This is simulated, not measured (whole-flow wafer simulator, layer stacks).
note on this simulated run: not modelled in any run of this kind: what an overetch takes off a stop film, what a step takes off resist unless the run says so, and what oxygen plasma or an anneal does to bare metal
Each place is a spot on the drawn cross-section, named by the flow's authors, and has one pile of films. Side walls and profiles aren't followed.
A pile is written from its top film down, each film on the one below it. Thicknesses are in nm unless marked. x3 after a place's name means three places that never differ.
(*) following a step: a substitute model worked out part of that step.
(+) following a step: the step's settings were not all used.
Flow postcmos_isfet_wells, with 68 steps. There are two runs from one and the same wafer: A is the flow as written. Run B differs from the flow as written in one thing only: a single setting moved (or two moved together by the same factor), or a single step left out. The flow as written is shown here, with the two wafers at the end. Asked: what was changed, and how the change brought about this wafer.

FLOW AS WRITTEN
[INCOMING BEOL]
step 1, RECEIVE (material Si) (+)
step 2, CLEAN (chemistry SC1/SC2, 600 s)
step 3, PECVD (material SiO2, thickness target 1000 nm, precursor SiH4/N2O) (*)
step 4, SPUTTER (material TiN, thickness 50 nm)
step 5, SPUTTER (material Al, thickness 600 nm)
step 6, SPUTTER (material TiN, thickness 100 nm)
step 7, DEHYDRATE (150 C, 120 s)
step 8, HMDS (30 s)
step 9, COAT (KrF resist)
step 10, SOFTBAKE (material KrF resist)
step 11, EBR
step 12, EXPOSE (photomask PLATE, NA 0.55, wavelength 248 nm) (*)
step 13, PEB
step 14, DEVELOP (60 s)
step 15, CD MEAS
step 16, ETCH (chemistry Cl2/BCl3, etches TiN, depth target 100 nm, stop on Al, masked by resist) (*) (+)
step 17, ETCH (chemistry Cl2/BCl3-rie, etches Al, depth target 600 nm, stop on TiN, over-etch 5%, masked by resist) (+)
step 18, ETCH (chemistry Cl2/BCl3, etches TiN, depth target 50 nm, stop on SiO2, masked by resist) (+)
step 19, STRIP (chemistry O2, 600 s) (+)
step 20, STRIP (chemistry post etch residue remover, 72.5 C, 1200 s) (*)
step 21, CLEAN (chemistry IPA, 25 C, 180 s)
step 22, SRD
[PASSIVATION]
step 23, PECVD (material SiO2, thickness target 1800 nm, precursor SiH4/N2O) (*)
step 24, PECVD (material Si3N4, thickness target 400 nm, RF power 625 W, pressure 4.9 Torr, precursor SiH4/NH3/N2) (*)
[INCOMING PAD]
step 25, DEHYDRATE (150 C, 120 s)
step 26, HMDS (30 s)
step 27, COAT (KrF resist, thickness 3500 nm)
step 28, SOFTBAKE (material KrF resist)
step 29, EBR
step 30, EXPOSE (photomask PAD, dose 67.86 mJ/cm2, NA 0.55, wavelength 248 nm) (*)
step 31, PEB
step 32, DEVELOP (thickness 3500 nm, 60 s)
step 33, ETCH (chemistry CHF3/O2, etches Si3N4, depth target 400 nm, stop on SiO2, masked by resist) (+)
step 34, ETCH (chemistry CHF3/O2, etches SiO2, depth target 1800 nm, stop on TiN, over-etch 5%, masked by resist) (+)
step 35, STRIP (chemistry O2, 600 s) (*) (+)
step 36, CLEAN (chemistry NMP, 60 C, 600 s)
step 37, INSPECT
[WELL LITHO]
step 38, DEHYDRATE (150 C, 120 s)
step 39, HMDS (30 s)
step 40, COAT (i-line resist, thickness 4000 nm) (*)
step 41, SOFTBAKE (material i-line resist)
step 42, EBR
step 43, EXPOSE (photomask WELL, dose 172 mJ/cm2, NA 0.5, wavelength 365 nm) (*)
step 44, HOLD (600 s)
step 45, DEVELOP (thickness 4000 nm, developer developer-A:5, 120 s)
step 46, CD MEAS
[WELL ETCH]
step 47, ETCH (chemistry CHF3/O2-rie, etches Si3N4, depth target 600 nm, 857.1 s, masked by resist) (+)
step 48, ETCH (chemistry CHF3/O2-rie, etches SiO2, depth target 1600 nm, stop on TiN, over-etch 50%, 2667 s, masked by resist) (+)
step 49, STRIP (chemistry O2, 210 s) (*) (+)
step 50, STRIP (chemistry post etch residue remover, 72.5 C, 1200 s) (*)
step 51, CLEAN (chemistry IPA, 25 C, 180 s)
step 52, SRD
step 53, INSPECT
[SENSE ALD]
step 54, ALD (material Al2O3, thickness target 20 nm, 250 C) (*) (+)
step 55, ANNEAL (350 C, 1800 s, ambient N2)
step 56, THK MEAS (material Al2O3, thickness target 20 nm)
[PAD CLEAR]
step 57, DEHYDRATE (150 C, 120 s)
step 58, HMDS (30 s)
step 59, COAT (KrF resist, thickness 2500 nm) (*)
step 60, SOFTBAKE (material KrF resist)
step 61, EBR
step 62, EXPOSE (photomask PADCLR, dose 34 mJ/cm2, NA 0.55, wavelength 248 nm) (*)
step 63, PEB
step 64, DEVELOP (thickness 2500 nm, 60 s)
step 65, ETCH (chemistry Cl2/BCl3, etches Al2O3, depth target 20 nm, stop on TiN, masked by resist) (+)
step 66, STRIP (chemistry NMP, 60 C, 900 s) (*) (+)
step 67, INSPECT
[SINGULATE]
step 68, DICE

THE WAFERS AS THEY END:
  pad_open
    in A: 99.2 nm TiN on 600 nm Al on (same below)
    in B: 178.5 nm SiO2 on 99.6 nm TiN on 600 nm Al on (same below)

Cause: step 33, ETCH: depth target 230 nm was run, while the flow as written has depth target 400 nm.

The path from the change to this, step by step:
  step 33, ETCH (chemistry CHF3/O2, etches Si3N4, depth target 400 nm, stop on SiO2, masked by resist) (+)
      pad_open: A -400 Si3N4 (all of it) | B -230 Si3N4
      field, margin, well900, well1300 x3, pad_rim, pad_clr: A -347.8 KrF resist | B -200 KrF resist
  step 34, ETCH (chemistry CHF3/O2, etches SiO2, depth target 1800 nm, stop on TiN, over-etch 5%, masked by resist) (+)
      pad_open: A -1800 SiO2 (all of it) | B -170 Si3N4 (all of it), -1621.5 SiO2
  step 35, STRIP (chemistry O2, 600 s) (*) (+)
      field, margin, well900, well1300 x3, pad_rim, pad_clr: A -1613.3 KrF resist (all of it) | B -1761.1 KrF resist (all of it)
  step 41, SOFTBAKE (material i-line resist)
      pad_clr: A -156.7 i-line resist | B -138.9 i-line resist
      pad_open: A +115.3 i-line resist | B +107.4 i-line resist
  step 49, STRIP (chemistry O2, 210 s) (*) (+)
      pad_clr: A -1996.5 i-line resist (all of it) | B -2070 i-line resist (all of it)
  step 59, COAT (KrF resist, thickness 2500 nm) (*)
      pad_rim: A +1976.4 KrF resist (new film) | B +2017 KrF resist (new film)
      pad_clr: A +1691.6 KrF resist (new film) | B +1751.6 KrF resist (new film)
  step 64, DEVELOP (thickness 2500 nm, 60 s)
      pad_clr: A -1676 KrF resist (all of it) | B -1735.8 KrF resist (all of it)
  step 66, STRIP (chemistry NMP, 60 C, 900 s) (*) (+)
      pad_rim: A -1923.7 KrF resist (all of it) | B -1963.9 KrF resist (all of it)
